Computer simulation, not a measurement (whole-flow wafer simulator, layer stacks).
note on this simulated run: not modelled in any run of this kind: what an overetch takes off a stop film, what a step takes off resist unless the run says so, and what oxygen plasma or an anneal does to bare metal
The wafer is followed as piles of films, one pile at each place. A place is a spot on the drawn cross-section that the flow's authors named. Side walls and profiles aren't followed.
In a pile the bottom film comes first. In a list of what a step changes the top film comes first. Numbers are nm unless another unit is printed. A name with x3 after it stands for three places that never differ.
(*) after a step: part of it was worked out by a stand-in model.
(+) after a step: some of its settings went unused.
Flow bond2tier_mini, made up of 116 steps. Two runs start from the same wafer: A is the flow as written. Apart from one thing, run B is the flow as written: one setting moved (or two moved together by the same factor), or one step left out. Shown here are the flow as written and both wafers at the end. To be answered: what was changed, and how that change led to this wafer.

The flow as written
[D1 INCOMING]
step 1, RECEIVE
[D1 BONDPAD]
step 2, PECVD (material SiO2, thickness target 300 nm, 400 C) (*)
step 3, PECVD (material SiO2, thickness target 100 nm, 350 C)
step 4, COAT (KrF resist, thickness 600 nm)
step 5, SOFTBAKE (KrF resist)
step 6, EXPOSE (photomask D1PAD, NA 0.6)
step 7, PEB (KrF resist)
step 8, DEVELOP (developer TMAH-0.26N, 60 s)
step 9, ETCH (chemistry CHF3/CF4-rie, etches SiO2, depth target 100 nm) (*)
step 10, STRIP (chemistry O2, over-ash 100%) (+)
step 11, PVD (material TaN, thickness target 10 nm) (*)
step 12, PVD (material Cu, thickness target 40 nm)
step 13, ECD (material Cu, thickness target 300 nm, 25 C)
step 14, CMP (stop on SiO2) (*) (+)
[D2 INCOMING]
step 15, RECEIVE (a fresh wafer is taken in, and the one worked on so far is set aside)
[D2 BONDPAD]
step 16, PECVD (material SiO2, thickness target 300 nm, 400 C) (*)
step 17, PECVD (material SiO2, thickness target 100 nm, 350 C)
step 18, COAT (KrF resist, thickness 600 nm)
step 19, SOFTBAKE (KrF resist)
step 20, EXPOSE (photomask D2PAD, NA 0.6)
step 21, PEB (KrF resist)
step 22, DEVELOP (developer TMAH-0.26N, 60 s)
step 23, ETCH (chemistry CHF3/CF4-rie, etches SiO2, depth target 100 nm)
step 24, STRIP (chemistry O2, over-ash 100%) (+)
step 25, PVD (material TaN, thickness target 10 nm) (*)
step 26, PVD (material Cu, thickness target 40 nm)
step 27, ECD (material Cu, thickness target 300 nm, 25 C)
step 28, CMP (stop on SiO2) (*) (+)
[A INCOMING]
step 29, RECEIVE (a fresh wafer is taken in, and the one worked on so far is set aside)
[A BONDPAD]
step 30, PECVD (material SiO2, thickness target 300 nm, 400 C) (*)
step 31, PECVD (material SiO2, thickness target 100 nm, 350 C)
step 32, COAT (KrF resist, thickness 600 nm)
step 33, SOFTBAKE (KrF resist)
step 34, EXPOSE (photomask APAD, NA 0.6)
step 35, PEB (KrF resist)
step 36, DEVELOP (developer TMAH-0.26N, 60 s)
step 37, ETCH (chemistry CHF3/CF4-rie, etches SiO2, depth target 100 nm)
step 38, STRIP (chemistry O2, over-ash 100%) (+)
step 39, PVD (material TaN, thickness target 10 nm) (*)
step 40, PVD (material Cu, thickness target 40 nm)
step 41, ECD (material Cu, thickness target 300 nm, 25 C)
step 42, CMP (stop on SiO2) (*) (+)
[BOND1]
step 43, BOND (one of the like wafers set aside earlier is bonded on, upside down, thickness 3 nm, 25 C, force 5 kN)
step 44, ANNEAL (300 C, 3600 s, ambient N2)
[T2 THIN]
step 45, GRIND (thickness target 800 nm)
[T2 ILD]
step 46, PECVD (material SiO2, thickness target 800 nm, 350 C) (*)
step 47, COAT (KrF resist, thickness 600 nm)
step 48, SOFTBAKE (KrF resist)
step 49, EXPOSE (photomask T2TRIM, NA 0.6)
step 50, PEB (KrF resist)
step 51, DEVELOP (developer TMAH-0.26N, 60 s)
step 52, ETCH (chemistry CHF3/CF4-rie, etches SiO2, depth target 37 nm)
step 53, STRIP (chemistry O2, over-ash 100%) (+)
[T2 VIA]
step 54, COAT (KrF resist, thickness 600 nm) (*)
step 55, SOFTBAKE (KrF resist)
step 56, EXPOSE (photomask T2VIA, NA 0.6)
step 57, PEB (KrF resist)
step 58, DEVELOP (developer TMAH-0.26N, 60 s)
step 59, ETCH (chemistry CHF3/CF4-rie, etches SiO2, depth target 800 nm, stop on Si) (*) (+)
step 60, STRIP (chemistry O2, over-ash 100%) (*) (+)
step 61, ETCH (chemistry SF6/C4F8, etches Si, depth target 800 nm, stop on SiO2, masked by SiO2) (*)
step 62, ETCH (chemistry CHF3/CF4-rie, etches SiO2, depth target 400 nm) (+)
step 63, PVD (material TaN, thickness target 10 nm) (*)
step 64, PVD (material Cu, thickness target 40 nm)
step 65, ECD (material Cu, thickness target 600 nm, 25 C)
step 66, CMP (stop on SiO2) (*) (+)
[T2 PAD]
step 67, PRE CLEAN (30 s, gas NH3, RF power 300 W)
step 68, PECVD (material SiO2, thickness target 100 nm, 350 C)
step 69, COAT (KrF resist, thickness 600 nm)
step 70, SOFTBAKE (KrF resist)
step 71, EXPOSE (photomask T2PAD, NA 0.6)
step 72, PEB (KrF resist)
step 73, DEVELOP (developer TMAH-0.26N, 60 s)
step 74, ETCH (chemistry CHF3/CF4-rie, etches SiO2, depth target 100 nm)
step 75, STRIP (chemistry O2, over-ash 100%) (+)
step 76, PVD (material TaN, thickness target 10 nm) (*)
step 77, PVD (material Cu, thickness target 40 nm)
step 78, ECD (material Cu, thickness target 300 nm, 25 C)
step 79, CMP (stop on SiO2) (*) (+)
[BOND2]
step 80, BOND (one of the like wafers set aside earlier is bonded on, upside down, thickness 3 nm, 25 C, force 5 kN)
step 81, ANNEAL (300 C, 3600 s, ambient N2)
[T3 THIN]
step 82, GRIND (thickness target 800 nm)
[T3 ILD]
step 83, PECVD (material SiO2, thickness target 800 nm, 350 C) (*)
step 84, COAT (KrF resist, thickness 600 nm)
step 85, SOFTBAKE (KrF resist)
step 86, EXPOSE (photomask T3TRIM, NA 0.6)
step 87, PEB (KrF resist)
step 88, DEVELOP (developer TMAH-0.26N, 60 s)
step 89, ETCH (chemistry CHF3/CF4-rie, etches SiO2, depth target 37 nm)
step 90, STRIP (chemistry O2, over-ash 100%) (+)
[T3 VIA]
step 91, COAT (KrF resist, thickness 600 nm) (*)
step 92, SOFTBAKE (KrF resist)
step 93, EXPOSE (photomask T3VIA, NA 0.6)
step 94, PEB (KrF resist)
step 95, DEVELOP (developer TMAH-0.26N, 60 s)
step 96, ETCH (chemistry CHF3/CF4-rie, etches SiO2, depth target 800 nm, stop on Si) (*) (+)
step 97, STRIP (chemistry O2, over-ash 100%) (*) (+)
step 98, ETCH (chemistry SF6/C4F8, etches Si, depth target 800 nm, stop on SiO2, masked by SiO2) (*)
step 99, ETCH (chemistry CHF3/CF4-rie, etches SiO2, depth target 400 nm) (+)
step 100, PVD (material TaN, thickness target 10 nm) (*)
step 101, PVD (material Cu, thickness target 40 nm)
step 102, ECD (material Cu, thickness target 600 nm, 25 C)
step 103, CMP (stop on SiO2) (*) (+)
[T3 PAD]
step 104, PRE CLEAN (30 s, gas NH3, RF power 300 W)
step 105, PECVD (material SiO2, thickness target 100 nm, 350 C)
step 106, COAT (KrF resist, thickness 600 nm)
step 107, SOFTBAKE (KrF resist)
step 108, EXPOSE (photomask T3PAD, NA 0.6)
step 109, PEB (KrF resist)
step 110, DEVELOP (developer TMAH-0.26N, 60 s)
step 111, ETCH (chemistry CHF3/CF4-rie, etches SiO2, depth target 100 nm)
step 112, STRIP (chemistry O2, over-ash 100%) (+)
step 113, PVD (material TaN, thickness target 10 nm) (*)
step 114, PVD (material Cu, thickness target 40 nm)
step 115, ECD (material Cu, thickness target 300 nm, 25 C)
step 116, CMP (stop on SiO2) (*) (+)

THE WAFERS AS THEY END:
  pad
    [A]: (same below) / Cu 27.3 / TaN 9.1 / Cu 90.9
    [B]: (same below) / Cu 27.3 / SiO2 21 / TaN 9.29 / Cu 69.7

What caused this: step 111, ETCH: depth target 79 nm was run, while the flow as written has depth target 100 nm.

The path from the change to this, step by step:
  step 111, ETCH (chemistry CHF3/CF4-rie, etches SiO2, depth target 100 nm)
      pad: A SiO2 loses 100 (all of it) | B SiO2 loses 79
      field: A KrF resist loses 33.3 | B KrF resist loses 26.3
  step 115, ECD (material Cu, thickness target 300 nm, 25 C)
      pad: A Cu gains 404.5 | B Cu gains 382.6
With metal films that touch counted as one body, pad has 4 bodies (between them, from the top down: SiO2 21; SiO2 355 / Si 800 / chemical SiO2 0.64 / SiO2 300; SiO2 355 / Si 800 / chemical SiO2 0.64 / SiO2 300); the flow as written gives 3 bodies (between them, from the top down: SiO2 355 / Si 800 / chemical SiO2 0.64 / SiO2 300; SiO2 355 / Si 800 / chemical SiO2 0.64 / SiO2 300).
